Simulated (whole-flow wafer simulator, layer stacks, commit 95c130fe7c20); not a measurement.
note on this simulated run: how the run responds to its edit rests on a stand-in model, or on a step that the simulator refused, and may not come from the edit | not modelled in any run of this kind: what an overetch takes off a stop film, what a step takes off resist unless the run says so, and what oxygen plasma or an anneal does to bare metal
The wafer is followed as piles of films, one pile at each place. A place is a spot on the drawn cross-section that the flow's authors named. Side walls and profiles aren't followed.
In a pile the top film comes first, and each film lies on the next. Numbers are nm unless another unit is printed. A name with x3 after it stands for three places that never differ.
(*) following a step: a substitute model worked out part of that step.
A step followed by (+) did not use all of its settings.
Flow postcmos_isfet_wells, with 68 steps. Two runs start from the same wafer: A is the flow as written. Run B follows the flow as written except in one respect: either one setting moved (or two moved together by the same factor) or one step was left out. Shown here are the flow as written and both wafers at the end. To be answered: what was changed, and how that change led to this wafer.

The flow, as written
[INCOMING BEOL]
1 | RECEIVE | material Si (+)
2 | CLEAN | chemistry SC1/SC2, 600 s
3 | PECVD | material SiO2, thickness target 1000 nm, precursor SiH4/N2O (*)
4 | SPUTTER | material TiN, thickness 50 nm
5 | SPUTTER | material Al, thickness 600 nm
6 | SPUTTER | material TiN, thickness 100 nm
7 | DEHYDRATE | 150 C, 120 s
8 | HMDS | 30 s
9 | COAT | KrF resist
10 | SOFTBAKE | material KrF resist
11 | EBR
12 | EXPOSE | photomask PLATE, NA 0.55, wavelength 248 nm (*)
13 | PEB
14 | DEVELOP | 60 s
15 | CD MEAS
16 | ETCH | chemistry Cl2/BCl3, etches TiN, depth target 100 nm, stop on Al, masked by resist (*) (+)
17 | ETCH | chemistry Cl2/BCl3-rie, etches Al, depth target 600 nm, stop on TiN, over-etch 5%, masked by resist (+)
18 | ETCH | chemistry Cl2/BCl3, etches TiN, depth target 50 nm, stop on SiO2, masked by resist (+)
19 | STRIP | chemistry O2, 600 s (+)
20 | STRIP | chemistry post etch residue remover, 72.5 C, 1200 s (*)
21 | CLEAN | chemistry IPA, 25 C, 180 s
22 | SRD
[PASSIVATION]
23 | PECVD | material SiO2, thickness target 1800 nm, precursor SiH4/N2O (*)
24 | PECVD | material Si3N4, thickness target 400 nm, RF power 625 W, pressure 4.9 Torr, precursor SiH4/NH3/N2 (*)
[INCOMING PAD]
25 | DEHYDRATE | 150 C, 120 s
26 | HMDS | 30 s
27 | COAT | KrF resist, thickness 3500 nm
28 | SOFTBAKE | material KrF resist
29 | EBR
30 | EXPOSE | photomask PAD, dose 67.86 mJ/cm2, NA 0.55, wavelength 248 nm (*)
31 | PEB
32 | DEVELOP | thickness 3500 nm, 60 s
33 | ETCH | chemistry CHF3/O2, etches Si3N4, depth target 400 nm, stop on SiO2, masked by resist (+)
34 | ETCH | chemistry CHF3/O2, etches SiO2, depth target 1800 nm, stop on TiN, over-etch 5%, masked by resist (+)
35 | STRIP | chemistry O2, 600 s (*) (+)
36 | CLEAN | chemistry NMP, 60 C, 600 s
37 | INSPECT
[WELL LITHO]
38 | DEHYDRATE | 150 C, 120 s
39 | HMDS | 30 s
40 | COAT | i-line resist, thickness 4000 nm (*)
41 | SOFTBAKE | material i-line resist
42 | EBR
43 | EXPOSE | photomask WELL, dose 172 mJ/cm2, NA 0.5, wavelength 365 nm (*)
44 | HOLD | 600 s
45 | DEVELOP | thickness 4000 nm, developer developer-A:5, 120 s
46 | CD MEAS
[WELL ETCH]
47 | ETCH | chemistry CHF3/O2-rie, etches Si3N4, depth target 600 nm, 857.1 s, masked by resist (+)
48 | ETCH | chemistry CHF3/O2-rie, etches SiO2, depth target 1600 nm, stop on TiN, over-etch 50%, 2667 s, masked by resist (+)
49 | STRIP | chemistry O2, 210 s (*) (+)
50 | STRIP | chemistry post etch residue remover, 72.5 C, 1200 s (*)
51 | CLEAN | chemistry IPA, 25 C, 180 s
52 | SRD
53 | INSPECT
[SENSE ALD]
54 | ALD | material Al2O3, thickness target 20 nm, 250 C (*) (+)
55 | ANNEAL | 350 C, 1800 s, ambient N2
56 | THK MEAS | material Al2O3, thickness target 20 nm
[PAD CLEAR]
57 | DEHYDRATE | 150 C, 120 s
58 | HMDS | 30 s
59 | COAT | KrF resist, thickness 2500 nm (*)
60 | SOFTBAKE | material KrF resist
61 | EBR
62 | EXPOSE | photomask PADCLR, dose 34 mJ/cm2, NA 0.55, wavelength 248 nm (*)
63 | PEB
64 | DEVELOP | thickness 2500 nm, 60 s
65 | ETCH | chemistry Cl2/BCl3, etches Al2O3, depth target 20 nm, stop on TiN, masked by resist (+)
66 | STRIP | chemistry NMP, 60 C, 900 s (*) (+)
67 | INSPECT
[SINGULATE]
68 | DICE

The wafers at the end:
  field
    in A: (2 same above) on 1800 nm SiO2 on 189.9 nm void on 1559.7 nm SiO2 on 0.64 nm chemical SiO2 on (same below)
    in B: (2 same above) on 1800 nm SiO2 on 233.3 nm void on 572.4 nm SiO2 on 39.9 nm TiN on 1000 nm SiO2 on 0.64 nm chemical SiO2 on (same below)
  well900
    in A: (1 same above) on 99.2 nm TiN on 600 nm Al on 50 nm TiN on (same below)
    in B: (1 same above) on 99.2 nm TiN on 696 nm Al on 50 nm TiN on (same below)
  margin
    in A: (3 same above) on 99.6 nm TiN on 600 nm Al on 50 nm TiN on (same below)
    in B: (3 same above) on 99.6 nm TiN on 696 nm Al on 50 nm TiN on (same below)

Cause: step 5, SPUTTER: thickness 696 nm was run, while the flow as written has thickness 600 nm.
One can read it off the wafer: well900 has Al 696, and step 5 as written asks for 600 nm.

How this came from the change, step by step:
  5 | SPUTTER | material Al, thickness 600 nm
      field, margin, well900, well1300 x3, pad_rim, pad_clr, pad_open: A +600 Al (new film) | B +696 Al (new film)
  17 | ETCH | chemistry Cl2/BCl3-rie, etches Al, depth target 600 nm, stop on TiN, over-etch 5%, masked by resist (+)
      field: A -600 Al (all of it) | B -600 Al
  18 | ETCH | chemistry Cl2/BCl3, etches TiN, depth target 50 nm, stop on SiO2, masked by resist (+)
      field: A -50 TiN (all of it) | B -96 Al (all of it), -9.68 TiN
  23 | PECVD | material SiO2, thickness target 1800 nm, precursor SiH4/N2O (*)
      field: A +1800 SiO2 (new film), +189.9 void (new film), +559.7 SiO2 | B +1800 SiO2 (new film), +233.3 void (new film), +572.4 SiO2 (new film)
If metal films that touch count as one body, field has 1 body; the flow as written gives 0 bodies.
